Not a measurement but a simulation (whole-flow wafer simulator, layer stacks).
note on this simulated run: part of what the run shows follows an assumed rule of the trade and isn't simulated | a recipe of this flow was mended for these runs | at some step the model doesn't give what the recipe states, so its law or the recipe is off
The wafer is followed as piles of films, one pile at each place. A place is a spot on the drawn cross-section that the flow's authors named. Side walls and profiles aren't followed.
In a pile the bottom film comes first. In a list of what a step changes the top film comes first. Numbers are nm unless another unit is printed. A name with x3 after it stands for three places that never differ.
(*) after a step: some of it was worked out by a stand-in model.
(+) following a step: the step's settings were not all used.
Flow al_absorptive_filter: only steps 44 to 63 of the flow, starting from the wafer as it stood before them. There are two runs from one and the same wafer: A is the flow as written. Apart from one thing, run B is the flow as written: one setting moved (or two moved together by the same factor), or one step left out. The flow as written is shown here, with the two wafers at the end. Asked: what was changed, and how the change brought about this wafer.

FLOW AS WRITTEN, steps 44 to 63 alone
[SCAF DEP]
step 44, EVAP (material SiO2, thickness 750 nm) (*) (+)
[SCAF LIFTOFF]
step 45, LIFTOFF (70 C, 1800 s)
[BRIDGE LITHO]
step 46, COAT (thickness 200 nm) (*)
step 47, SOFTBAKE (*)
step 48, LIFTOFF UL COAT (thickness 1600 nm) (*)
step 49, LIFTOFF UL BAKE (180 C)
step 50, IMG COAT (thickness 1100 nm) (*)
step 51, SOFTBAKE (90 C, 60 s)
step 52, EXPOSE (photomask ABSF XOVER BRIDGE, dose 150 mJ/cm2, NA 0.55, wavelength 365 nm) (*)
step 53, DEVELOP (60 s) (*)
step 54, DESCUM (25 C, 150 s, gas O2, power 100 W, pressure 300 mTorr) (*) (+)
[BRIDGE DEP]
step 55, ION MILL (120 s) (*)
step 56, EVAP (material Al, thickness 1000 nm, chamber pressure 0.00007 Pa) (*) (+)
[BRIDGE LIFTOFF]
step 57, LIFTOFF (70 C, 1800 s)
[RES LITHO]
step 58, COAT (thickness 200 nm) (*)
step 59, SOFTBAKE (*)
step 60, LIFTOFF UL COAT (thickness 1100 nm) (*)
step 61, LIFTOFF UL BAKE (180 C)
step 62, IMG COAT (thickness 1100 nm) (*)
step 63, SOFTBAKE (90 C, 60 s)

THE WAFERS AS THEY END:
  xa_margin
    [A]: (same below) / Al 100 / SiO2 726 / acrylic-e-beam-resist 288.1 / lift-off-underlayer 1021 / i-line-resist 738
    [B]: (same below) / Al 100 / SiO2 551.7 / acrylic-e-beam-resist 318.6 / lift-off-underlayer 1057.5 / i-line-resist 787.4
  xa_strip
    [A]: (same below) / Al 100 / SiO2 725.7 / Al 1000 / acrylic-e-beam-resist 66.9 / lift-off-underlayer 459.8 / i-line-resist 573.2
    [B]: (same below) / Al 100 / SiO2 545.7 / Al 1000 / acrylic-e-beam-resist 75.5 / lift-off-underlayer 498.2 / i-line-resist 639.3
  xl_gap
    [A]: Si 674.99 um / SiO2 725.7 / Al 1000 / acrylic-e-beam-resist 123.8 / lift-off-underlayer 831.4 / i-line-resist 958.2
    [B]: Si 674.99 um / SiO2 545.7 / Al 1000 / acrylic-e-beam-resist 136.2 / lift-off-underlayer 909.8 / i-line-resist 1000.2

What caused this: step 44, EVAP: thickness 570 nm was run, though the flow has thickness 750 nm.

Step by step, how the change led to this:
  step 44, EVAP (material SiO2, thickness 750 nm) (*) (+)
      gnd, pad_far, pad_near and 10 more: A SiO2 gains 750 (new film) | B SiO2 gains 570 (new film)
      xa_margin: A SiO2 gains 726 (new film) | B SiO2 gains 551.7 (new film)
  step 45, LIFTOFF (70 C, 1800 s)
      gnd, xa_field, xl_land, idc_field: A SiO2 loses 750 (all of it), i-line-resist loses 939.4 (all of it), lift-off-underlayer loses 1100 (all of it), acrylic-e-beam-resist loses 200 (all of it) | B SiO2 loses 570 (all of it), i-line-resist loses 939.4 (all of it), lift-off-underlayer loses 1100 (all of it), acrylic-e-beam-resist loses 200 (all of it)
      pad_far: A SiO2 loses 750 (all of it), i-line-resist loses 937 (all of it), lift-off-underlayer loses 1092.7 (all of it), acrylic-e-beam-resist loses 198.5 (all of it) | B SiO2 loses 570 (all of it), i-line-resist loses 937 (all of it), lift-off-underlayer loses 1092.7 (all of it), acrylic-e-beam-resist loses 198.5 (all of it)
      (and at 5 other places as well)
  step 46, COAT (thickness 200 nm) (*)
      xa_margin: A acrylic-e-beam-resist gains 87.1 (new film) | B acrylic-e-beam-resist gains 94 (new film)
      xa_strip: A acrylic-e-beam-resist gains 156.7 (new film) | B acrylic-e-beam-resist gains 170.9 (new film)
      (and at 2 other places as well)
  step 48, LIFTOFF UL COAT (thickness 1600 nm) (*)
      xa_margin: A lift-off-underlayer gains 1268 (new film) | B lift-off-underlayer gains 1358.8 (new film)
      xa_strip: A lift-off-underlayer gains 1219 (new film) | B lift-off-underlayer gains 1296.1 (new film)
      (and at 2 other places as well)
  step 50, IMG COAT (thickness 1100 nm) (*)
      xa_margin: A i-line-resist gains 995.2 (new film) | B i-line-resist gains 1025.5 (new film)
      xa_strip: A i-line-resist gains 962 (new film) | B i-line-resist gains 1001.1 (new film)
      (and at 2 other places as well)
  step 51, SOFTBAKE (90 C, 60 s)
      xa_strip: A i-line-resist loses 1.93 | B i-line-resist loses 1.41
      xl_turn: A i-line-resist loses 1.83 | B i-line-resist loses 1.31
  step 53, DEVELOP (60 s) (*)
      xa_strip: A i-line-resist loses 960.1 (all of it), lift-off-underlayer loses 1219 (all of it) | B i-line-resist loses 999.7 (all of it), lift-off-underlayer loses 1296.1 (all of it)
      xl_gap: A i-line-resist loses 1001.2 (all of it), lift-off-underlayer loses 1316.9 (all of it) | B i-line-resist loses 1031.2 (all of it), lift-off-underlayer loses 1404.7 (all of it)
      (and at 1 other place as well)
  step 54, DESCUM (25 C, 150 s, gas O2, power 100 W, pressure 300 mTorr) (*) (+)
      xa_strip: A acrylic-e-beam-resist loses 156.7 (all of it) | B acrylic-e-beam-resist loses 170.9 (all of it)
      xl_gap: A acrylic-e-beam-resist loses 97.9 (all of it) | B acrylic-e-beam-resist loses 115.3 (all of it)
      (and at 1 other place as well)
  step 57, LIFTOFF (70 C, 1800 s)
      xa_margin: A Al loses 1000 (all of it), i-line-resist loses 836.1 (all of it), lift-off-underlayer loses 1268 (all of it), acrylic-e-beam-resist loses 87.1 (all of it) | B Al loses 1000 (all of it), i-line-resist loses 868.4 (all of it), lift-off-underlayer loses 1358.8 (all of it), acrylic-e-beam-resist loses 94 (all of it)
  step 58, COAT (thickness 200 nm) (*)
      xa_margin: A acrylic-e-beam-resist gains 288.1 (new film) | B acrylic-e-beam-resist gains 318.6 (new film)
      xa_strip: A acrylic-e-beam-resist gains 66.9 (new film) | B acrylic-e-beam-resist gains 75.5 (new film)
      (and at 2 other places as well)
  step 60, LIFTOFF UL COAT (thickness 1100 nm) (*)
      xa_margin: A lift-off-underlayer gains 1021 (new film) | B lift-off-underlayer gains 1057.5 (new film)
      xa_strip: A lift-off-underlayer gains 459.8 (new film) | B lift-off-underlayer gains 498.2 (new film)
      (and at 2 other places as well)
  step 62, IMG COAT (thickness 1100 nm) (*)
      xa_margin: A i-line-resist gains 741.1 (new film) | B i-line-resist gains 790.2 (new film)
      xa_strip: A i-line-resist gains 577.9 (new film) | B i-line-resist gains 644 (new film)
      (and at 2 other places as well)
  step 63, SOFTBAKE (90 C, 60 s)
      xl_turn: A i-line-resist loses 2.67 | B i-line-resist loses 1.97
